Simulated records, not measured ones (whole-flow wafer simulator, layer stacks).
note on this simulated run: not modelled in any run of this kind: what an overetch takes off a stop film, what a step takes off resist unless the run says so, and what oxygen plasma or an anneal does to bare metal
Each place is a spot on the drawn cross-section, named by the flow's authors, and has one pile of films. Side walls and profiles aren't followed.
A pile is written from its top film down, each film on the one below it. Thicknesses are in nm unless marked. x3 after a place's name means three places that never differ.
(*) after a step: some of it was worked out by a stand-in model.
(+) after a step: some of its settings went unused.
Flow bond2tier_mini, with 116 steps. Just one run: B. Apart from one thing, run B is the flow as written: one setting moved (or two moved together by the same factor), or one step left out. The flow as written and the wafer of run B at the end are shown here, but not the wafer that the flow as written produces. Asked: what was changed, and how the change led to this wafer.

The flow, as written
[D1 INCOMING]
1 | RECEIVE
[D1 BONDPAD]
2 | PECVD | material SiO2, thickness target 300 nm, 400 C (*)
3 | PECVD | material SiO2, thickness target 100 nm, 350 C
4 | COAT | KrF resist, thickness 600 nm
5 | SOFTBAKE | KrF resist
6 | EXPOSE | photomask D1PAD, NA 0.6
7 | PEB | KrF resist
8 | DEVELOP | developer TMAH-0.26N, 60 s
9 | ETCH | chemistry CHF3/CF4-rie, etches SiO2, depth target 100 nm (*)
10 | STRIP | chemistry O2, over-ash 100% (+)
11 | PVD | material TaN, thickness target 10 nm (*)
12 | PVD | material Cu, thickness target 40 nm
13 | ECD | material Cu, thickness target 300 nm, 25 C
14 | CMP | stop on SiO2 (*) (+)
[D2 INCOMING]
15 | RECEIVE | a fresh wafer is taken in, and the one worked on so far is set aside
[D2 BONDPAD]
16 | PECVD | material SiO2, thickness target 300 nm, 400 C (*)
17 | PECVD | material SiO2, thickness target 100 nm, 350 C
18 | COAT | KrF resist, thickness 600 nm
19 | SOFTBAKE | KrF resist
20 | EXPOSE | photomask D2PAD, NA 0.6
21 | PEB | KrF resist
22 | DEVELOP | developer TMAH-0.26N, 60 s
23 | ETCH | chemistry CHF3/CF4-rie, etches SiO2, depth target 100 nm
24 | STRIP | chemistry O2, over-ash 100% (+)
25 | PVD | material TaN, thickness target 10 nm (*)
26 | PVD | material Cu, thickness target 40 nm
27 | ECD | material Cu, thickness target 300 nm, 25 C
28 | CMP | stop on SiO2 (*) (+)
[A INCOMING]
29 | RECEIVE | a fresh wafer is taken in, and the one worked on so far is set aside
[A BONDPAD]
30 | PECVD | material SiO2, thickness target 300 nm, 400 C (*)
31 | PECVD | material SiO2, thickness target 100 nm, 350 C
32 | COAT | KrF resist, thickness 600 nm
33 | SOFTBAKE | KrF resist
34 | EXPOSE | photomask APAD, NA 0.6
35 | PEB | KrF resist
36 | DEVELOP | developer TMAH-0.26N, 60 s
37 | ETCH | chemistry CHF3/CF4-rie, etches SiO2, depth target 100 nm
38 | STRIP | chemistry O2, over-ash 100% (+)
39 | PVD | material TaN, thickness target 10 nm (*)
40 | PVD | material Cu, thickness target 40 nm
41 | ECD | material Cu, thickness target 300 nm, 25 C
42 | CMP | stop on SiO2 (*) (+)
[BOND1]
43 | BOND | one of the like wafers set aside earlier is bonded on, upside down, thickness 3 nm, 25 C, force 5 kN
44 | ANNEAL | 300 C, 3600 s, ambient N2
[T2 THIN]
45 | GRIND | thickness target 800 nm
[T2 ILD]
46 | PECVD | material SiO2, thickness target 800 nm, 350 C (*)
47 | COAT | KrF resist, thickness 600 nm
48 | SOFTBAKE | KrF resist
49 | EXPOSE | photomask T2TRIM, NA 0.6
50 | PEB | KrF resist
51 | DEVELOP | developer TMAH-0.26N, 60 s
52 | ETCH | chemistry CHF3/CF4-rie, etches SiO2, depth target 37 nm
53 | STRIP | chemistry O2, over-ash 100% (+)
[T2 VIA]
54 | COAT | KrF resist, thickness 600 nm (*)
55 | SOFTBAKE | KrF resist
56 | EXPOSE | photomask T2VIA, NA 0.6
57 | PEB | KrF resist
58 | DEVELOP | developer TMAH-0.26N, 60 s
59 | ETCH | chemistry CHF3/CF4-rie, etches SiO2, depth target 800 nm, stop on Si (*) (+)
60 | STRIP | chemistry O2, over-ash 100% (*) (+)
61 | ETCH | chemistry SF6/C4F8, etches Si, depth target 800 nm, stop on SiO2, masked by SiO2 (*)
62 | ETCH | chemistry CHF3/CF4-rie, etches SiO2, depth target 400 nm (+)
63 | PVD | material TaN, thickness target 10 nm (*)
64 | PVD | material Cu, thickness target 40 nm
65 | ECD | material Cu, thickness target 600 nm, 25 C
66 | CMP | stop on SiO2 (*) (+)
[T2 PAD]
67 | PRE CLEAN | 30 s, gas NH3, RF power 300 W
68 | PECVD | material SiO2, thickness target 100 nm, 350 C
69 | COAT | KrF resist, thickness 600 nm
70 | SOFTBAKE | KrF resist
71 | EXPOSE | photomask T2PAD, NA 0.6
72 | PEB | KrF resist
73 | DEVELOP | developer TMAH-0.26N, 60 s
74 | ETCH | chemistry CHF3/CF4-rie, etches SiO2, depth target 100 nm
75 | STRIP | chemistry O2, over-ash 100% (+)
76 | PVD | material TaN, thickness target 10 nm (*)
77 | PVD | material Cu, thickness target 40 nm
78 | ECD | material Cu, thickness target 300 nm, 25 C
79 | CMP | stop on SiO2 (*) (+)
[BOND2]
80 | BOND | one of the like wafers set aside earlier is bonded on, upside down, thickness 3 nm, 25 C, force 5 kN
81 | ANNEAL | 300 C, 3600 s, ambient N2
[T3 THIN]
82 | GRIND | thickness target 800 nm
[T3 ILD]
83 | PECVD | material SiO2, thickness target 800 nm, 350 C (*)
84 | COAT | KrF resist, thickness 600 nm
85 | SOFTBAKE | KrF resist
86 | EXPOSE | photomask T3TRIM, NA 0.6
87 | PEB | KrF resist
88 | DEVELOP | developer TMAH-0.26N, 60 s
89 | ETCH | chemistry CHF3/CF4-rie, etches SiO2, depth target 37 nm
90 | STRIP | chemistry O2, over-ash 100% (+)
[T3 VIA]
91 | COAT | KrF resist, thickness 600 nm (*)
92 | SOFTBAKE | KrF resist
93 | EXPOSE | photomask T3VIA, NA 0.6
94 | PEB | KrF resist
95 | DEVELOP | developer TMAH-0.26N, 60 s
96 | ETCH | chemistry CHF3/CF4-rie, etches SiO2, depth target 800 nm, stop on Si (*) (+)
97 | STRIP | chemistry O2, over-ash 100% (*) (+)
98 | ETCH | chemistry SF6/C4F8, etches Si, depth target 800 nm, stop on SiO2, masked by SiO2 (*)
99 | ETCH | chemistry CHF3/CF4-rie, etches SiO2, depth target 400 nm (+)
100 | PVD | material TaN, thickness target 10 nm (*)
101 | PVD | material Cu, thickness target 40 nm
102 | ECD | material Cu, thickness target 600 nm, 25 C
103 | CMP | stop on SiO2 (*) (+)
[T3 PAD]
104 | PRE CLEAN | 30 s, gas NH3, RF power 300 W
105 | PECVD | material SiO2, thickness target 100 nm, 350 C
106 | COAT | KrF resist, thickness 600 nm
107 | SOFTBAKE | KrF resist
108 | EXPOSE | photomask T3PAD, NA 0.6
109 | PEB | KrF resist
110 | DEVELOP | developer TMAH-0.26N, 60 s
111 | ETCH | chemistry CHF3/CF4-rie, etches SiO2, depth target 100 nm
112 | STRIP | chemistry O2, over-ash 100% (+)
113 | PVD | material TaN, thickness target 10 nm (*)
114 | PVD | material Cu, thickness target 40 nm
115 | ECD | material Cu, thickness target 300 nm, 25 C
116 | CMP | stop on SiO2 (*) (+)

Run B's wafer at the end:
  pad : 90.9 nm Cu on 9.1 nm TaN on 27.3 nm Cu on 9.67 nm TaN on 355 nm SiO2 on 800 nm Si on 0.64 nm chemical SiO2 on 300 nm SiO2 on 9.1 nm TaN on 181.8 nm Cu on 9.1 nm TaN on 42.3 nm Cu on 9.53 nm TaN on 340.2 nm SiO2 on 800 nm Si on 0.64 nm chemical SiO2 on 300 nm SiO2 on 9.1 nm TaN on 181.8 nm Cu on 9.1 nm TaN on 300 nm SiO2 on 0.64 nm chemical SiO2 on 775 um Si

Cause: step 51, DEVELOP: 84 s was run, though the flow has 60 s; step 52, ETCH: depth target 51.8 nm was run, where the flow has depth target 37 nm.

Step by step, how the change led to this:
  51 | DEVELOP | developer TMAH-0.26N, 60 s
      field: KrF resist loses 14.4 (in the flow as written it would be: KrF resist loses 13.7)
  52 | ETCH | chemistry CHF3/CF4-rie, etches SiO2, depth target 37 nm
      pad, via: SiO2 loses 51.8 (in the flow as written it would be: SiO2 loses 37)
      field: KrF resist loses 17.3 (in the flow as written it would be: KrF resist loses 12.3)
  60 | STRIP | chemistry O2, over-ash 100% (*) (+)
      field: KrF resist loses 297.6 (all of it) (in the flow as written it would be: KrF resist loses 303.9 (all of it))
  65 | ECD | material Cu, thickness target 600 nm, 25 C
      pad: Cu gains 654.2 (in the flow as written it would be: Cu gains 638.7)
